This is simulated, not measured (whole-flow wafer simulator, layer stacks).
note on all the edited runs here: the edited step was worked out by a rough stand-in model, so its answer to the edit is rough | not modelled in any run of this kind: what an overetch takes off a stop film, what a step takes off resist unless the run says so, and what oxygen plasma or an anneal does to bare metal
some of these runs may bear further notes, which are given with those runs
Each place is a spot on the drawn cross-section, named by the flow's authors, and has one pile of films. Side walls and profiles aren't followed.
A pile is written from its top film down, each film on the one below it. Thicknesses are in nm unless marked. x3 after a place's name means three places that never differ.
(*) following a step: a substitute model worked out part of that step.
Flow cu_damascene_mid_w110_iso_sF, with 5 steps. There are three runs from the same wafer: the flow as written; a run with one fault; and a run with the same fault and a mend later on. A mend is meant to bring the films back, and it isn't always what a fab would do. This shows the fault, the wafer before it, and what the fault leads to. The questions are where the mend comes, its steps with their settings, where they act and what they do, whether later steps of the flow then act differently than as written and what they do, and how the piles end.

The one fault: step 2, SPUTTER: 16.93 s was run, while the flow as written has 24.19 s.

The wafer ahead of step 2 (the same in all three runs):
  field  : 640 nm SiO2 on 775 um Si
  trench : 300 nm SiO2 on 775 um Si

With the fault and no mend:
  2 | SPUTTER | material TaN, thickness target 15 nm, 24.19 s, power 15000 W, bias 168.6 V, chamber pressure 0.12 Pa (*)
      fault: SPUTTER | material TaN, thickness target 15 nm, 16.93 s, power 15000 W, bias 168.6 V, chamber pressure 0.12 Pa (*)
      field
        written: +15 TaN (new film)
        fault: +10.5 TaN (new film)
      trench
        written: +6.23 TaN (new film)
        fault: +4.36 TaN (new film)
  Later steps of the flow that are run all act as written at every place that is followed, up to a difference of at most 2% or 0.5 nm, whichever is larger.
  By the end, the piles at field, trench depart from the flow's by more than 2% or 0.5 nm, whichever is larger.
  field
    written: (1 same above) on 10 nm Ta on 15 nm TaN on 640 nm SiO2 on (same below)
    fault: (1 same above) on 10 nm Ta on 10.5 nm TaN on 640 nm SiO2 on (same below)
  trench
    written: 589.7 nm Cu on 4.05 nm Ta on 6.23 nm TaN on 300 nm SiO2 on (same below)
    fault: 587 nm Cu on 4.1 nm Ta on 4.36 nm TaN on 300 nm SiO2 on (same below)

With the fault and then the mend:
  After step 2 comes the mend.
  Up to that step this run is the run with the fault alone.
  2a | SPUTTER | material TaN, thickness target 15 nm, 7.26 s, power 15000 W, bias 168.6 V, chamber pressure 0.12 Pa (*) (a further turn of the flow's step 2, with different settings)
      field
        +4.5 TaN
      trench
        +1.8 TaN
  Later steps of the flow that are run all act as written at every place that is followed, up to a difference of at most 2% or 0.5 nm, whichever is larger.
  When the end is reached, the piles differ only a little from the flow's at the places that both follow, at most by 2% or 0.5 nm, whichever is larger.
